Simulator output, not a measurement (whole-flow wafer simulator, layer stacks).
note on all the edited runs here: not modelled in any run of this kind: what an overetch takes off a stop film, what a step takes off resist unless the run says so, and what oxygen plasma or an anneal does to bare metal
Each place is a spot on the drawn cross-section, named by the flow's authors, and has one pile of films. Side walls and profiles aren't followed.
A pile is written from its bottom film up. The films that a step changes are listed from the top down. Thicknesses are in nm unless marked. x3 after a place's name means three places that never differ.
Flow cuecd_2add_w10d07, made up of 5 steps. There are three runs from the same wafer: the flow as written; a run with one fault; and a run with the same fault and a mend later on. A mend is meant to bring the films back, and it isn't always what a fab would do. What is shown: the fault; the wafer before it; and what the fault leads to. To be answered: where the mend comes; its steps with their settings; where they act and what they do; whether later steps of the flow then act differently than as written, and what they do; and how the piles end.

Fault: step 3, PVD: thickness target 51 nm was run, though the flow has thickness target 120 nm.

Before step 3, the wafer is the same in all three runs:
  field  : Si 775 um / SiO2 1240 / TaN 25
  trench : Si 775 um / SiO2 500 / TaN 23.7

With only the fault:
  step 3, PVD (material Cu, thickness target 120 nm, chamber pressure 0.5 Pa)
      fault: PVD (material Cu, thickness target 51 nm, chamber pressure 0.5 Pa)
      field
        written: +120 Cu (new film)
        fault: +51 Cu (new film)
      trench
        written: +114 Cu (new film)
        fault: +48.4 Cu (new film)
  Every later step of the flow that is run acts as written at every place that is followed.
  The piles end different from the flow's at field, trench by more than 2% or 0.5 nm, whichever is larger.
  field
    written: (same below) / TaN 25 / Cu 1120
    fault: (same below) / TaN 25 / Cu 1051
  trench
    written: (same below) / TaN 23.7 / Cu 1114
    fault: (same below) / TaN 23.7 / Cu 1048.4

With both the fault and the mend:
  After step 3 comes the mend.
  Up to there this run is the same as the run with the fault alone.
  step 3a, PVD (material Cu, thickness target 69 nm, chamber pressure 0.5 Pa) (the flow's step 3, run once more with other settings)
      field
        +69 Cu
      trench
        +65.4 Cu
  Every later step of the flow that is run acts as written at every place that is followed.
  The piles end only slightly different from the flow's at the places that both follow, by no more than 2% or 0.5 nm, whichever is larger.
